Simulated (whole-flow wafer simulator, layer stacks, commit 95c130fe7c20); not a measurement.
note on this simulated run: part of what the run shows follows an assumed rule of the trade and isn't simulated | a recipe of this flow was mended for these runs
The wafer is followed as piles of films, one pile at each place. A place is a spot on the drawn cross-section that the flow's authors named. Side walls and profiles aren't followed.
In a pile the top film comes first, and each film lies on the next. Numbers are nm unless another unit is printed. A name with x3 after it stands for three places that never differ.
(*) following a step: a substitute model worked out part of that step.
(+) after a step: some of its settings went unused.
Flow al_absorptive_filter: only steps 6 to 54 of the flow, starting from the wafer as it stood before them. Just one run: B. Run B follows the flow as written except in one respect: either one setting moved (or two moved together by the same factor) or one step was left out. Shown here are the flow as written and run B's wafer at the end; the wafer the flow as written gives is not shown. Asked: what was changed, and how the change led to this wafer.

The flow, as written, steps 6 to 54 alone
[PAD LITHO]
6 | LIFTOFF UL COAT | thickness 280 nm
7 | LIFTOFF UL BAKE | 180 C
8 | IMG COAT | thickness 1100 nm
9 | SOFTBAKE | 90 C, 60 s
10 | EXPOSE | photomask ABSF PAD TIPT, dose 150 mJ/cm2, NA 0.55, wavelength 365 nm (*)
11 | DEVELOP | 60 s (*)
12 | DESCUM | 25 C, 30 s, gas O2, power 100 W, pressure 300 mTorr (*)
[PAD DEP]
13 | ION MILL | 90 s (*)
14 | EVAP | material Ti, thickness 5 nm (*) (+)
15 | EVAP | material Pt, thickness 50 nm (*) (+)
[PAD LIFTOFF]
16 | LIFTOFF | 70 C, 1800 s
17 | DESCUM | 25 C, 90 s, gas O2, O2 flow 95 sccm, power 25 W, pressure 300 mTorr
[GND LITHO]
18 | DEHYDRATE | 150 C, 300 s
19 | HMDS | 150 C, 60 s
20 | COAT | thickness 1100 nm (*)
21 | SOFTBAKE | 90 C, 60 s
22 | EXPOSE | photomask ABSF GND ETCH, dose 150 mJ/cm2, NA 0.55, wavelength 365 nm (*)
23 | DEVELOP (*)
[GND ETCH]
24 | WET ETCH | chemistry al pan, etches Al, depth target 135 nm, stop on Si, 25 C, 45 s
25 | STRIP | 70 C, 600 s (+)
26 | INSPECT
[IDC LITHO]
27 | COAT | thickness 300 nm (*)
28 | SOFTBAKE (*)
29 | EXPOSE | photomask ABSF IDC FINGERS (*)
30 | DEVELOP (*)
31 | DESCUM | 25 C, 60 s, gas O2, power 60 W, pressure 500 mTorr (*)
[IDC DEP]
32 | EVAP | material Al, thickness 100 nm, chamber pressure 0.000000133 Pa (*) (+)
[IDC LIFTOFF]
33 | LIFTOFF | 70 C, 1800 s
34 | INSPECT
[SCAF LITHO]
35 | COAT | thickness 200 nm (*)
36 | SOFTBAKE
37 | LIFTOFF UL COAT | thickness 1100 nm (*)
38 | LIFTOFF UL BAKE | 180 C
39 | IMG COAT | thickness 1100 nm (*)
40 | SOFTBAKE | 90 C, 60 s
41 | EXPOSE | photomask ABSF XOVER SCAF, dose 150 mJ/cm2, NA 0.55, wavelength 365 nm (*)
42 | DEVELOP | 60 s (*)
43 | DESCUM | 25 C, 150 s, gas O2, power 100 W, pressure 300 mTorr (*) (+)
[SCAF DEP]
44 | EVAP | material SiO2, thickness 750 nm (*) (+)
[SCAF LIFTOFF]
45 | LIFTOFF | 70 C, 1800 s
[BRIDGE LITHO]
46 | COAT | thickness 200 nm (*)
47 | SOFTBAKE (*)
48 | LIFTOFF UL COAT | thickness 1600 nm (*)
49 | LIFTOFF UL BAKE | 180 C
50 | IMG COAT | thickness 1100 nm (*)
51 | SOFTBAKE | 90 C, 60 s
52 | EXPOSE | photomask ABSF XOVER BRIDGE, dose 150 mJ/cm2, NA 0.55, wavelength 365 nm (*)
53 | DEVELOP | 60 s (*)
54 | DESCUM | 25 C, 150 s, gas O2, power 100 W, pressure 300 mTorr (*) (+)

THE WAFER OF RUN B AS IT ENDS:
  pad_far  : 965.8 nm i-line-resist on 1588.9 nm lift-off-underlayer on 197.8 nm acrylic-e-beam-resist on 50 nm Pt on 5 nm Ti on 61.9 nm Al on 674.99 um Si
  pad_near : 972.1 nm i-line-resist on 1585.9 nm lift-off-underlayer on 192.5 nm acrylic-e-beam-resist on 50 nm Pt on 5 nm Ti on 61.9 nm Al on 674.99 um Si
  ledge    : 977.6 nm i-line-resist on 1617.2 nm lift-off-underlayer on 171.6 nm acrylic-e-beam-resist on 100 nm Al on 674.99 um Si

Cause: step 13, ION MILL: 74 s was run, though the flow has 90 s.

Step by step, how the change led to this:
  13 | ION MILL | 90 s (*)
      gnd, ledge, res and 9 more: -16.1 i-line-resist (it would be, as written: -19.6 i-line-resist)
      pad_far, pad_near: -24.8 Al (it would be, as written: -30.2 Al)
